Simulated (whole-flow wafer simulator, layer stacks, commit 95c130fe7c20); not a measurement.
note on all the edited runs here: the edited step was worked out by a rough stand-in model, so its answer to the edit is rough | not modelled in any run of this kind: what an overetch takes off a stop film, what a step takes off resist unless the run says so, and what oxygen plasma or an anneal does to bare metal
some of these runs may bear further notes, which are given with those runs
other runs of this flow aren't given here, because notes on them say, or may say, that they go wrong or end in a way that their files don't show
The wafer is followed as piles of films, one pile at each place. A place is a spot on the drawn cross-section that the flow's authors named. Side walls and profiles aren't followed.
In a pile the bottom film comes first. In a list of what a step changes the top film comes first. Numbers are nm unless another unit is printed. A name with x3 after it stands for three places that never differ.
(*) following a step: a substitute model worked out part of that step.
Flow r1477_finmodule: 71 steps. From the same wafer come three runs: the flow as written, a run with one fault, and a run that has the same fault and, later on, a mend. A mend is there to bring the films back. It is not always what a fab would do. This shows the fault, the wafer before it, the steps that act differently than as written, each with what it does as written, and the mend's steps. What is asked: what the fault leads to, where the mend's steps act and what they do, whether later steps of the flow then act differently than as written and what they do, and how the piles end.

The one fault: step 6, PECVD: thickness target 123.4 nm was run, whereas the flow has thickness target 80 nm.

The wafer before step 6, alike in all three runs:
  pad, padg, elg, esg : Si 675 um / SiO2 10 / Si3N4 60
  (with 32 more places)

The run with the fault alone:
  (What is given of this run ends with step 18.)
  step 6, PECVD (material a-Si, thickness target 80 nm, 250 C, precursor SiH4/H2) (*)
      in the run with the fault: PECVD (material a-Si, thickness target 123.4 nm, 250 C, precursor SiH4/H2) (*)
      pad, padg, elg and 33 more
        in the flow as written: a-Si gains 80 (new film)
        in the run with the fault: a-Si gains 123.4 (new film)
  Later steps of the flow acting differently than as written:
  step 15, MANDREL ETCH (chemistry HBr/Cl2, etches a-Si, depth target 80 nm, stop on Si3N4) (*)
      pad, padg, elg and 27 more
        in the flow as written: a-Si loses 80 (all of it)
        in the run with the fault: a-Si loses 80
  Once step 18 is done, the piles at pad, padg, elg and 33 more depart from the flow's by more than 2% or 0.5 nm, whichever is larger.
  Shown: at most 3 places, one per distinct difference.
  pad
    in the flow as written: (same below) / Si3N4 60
    in the run with the fault: (same below) / Si3N4 60 / a-Si 43.4
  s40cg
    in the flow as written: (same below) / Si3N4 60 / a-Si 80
    in the run with the fault: (same below) / Si3N4 60 / a-Si 123.4

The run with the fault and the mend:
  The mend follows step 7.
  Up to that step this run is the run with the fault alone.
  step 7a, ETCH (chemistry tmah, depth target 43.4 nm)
      pad, padg, elg and 33 more
        a-Si loses 43.4
  Later steps of the flow that are run all act as written at every place that is followed.
  By the end, the piles equal the flow's at every place that both follow.
